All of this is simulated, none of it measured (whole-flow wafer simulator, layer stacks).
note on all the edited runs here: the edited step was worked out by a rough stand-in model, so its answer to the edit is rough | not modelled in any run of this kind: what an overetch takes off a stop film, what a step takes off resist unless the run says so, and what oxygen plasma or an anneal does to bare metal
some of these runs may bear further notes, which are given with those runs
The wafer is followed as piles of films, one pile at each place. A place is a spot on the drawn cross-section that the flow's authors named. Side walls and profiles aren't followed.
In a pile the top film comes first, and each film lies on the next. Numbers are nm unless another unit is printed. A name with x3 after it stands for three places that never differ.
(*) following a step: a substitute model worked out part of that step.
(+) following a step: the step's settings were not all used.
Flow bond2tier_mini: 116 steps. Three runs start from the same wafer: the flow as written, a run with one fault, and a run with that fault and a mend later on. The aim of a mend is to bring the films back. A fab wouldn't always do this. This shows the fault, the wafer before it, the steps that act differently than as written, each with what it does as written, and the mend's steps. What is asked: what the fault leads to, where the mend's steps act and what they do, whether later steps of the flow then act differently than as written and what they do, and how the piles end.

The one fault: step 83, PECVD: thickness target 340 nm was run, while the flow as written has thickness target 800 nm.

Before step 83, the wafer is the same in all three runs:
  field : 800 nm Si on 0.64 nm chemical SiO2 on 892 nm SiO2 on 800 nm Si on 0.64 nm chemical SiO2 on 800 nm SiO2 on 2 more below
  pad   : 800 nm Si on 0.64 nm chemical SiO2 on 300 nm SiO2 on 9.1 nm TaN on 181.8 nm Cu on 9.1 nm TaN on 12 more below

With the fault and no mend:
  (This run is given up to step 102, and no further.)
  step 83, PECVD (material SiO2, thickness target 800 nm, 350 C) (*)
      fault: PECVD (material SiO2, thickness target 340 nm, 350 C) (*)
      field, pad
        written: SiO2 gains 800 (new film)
        fault: SiO2 gains 340 (new film)
  Later steps of the flow acting differently than as written (not shown: 1 more step that differs only slightly, by at most 2% or 0.5 nm, whichever is larger):
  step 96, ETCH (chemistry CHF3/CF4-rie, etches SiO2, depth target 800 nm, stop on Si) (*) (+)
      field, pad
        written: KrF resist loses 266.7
        fault: KrF resist loses 151.5
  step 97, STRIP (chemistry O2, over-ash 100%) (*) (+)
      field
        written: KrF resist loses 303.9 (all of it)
        fault: KrF resist loses 419.1 (all of it)
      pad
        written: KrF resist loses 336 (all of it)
        fault: KrF resist loses 451.1 (all of it)
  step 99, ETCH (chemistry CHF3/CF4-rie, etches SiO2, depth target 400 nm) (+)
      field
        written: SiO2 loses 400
        fault: SiO2 loses 332 (all of it), Si loses 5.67
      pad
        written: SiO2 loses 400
        fault: SiO2 loses 295 (all of it), Si loses 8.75
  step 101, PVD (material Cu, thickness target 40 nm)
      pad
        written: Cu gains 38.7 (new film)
        fault: Cu gains 40 (new film)
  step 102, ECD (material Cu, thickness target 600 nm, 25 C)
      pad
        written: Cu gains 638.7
        fault: Cu gains 603.1
  The piles after step 102 differ from the flow's at field, pad by more than 2% or 0.5 nm, whichever is larger.
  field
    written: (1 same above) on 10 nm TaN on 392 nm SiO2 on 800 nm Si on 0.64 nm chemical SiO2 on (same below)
    fault: (1 same above) on 10 nm TaN on 794.3 nm Si on 0.64 nm chemical SiO2 on (same below)
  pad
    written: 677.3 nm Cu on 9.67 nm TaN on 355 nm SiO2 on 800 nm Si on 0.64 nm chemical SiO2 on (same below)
    fault: 643.1 nm Cu on 10 nm TaN on 791.2 nm Si on 0.64 nm chemical SiO2 on (same below)

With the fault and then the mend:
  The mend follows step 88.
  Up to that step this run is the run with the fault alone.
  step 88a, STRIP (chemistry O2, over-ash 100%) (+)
      field
        KrF resist loses 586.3 (all of it)
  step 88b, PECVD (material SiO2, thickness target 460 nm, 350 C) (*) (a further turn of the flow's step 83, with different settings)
      field, pad
        SiO2 gains 460
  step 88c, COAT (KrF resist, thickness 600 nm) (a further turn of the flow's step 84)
      field, pad
        KrF resist gains 600 (new film)
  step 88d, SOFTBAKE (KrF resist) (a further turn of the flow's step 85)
      does not change any film at any place that is followed
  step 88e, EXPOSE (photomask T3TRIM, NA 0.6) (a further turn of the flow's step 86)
      does not change any film at any place that is followed
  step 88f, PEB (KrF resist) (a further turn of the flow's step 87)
      does not change any film at any place that is followed
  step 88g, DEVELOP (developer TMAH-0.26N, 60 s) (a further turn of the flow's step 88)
      field
        KrF resist loses 13.7
      pad
        KrF resist loses 600 (all of it)
  Later steps of the flow that are run all act as written at every place that is followed.
  By the end, the piles equal the flow's at every place that both follow.
